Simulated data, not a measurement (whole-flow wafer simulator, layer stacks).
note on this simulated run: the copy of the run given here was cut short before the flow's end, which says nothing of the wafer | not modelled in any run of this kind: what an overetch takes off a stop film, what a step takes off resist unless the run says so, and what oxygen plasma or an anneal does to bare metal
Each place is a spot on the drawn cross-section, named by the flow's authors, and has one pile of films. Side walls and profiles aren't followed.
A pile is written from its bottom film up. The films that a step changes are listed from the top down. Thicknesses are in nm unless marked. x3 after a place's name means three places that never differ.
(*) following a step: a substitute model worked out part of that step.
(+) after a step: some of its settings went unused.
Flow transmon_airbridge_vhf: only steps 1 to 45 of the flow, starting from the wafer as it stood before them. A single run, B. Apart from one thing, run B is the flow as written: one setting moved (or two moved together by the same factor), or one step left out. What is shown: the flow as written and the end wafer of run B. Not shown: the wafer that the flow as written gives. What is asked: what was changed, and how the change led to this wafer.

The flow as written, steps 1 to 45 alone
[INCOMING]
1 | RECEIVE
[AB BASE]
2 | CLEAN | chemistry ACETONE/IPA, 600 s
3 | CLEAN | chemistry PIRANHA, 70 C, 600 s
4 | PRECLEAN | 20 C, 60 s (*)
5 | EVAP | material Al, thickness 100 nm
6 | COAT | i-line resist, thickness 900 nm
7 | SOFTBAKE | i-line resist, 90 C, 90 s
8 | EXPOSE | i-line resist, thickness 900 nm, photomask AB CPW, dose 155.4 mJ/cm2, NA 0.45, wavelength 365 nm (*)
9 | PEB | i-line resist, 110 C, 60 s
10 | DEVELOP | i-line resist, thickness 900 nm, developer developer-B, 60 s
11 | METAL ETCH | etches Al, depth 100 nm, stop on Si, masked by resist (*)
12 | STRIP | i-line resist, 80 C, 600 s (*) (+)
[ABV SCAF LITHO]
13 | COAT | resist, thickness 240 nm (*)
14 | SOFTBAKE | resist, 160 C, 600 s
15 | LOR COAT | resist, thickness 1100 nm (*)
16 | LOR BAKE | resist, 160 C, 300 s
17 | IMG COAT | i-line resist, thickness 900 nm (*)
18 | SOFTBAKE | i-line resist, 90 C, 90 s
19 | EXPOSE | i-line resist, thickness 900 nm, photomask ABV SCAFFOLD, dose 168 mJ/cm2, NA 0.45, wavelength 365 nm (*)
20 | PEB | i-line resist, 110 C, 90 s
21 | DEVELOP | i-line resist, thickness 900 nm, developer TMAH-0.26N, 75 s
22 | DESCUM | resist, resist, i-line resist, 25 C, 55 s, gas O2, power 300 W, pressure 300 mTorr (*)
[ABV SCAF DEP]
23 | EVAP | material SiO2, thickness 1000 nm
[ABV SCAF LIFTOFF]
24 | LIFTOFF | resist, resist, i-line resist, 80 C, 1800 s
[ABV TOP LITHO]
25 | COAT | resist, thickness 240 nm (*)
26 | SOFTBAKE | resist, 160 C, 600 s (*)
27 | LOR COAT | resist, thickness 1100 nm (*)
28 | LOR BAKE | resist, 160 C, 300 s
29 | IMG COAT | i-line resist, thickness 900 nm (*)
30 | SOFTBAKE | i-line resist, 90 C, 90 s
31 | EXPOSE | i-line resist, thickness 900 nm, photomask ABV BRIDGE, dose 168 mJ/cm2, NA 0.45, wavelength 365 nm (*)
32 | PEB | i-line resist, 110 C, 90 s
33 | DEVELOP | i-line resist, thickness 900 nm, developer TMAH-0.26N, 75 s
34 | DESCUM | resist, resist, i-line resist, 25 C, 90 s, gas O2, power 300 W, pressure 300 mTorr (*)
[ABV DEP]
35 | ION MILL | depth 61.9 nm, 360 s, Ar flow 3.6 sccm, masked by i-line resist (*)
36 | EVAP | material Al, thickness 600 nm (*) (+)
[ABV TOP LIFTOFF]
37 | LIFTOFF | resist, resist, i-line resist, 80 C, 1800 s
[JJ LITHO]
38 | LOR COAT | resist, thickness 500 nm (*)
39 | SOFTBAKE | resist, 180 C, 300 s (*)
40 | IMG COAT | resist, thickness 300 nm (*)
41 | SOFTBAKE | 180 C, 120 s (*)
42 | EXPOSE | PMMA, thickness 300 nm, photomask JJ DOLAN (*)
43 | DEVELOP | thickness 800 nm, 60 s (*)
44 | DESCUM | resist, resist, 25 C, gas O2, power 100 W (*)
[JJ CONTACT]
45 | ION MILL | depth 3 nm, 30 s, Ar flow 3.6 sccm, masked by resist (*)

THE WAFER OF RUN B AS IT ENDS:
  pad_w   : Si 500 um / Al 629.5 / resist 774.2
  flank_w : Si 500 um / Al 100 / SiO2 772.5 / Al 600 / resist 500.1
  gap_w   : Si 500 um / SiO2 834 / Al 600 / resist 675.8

The reason: step 23, EVAP: thickness 870 nm was run, while the flow as written has thickness 1000 nm.

The path from the change to this, step by step:
  23 | EVAP | material SiO2, thickness 1000 nm
      field x3, jj_line, ground_far and 10 more: +870 SiO2 (new film) (it would be, as written: +1000 SiO2 (new film))
      flank_w, flank_e: +808.5 SiO2 (new film) (it would be, as written: +929.3 SiO2 (new film))
  24 | LIFTOFF | resist, resist, i-line resist, 80 C, 1800 s
      field x3, jj_line, trace_open_s x2: -870 SiO2 (all of it), -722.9 i-line resist (all of it), -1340 resist (all of it) (it would be, as written: -1000 SiO2 (all of it), -722.9 i-line resist (all of it), -1340 resist (all of it))
      pad_w, pad_e: -870 SiO2 (all of it), -718 i-line resist (all of it), -1330.2 resist (all of it) (it would be, as written: -1000 SiO2 (all of it), -718 i-line resist (all of it), -1330.2 resist (all of it))
      (also at 1 further place)
  25 | COAT | resist, thickness 240 nm (*)
      flank_w, flank_e: +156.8 resist (new film) (it would be, as written: +152.6 resist (new film))
      gap_w, gap_e: +216.3 resist (new film) (it would be, as written: +210.7 resist (new film))
      (also at 5 further places)
  27 | LOR COAT | resist, thickness 1100 nm (*)
      margin_s, margin_n: +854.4 resist (it would be, as written: +823.4 resist)
      flank_w: +854.3 resist (it would be, as written: +822.6 resist)
      (also at 2 further places)
  29 | IMG COAT | i-line resist, thickness 900 nm (*)
      gap_w, gap_e: +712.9 i-line resist (new film) (it would be, as written: +681.7 i-line resist (new film))
      margin_s, margin_n: +644.4 i-line resist (new film) (it would be, as written: +603.2 i-line resist (new film))
      (also at 4 further places)
  32 | PEB | i-line resist, 110 C, 90 s
      flank_w, flank_e: -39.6 i-line resist (it would be, as written: -38.3 i-line resist)
      gap_w, gap_e: -36.4 i-line resist (it would be, as written: -34.7 i-line resist)
      (also at 4 further places)
  33 | DEVELOP | i-line resist, thickness 900 nm, developer TMAH-0.26N, 75 s
      gap_w, gap_e: -676.5 i-line resist (all of it), -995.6 resist (it would be, as written: -646.9 i-line resist (all of it), -977.8 resist)
      flank_w: -734.9 i-line resist (all of it), -854.3 resist (it would be, as written: -710.9 i-line resist (all of it), -822.6 resist)
      (also at 3 further places)
  34 | DESCUM | resist, resist, i-line resist, 25 C, 90 s, gas O2, power 300 W, pressure 300 mTorr (*)
      flank_w, flank_e: -156.8 resist (all of it) (it would be, as written: -152.6 resist (all of it))
      gap_w, gap_e: -216.3 resist (all of it) (it would be, as written: -210.7 resist (all of it))
      (also at 3 further places)
  37 | LIFTOFF | resist, resist, i-line resist, 80 C, 1800 s
      margin_s, margin_n: -600 Al (all of it), -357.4 i-line resist (all of it), -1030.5 resist (all of it) (it would be, as written: -600 Al (all of it), -318.3 i-line resist (all of it), -992 resist (all of it))
      ground_far: -600 Al (all of it), -701.7 i-line resist (all of it), -1380.6 resist (all of it) (it would be, as written: -600 Al (all of it), -717.9 i-line resist (all of it), -1384.9 resist (all of it))
  38 | LOR COAT | resist, thickness 500 nm (*)
      flank_w, flank_e: +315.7 resist (new film) (it would be, as written: +306.5 resist (new film))
      margin_s, margin_n: +455.1 resist (new film) (it would be, as written: +445.3 resist (new film))
  40 | IMG COAT | resist, thickness 300 nm (*)
      gap_w, gap_e: +251.2 resist (it would be, as written: +245.7 resist)
      margin_s, margin_n: +256.6 resist (it would be, as written: +248.7 resist)
      (also at 1 further place)
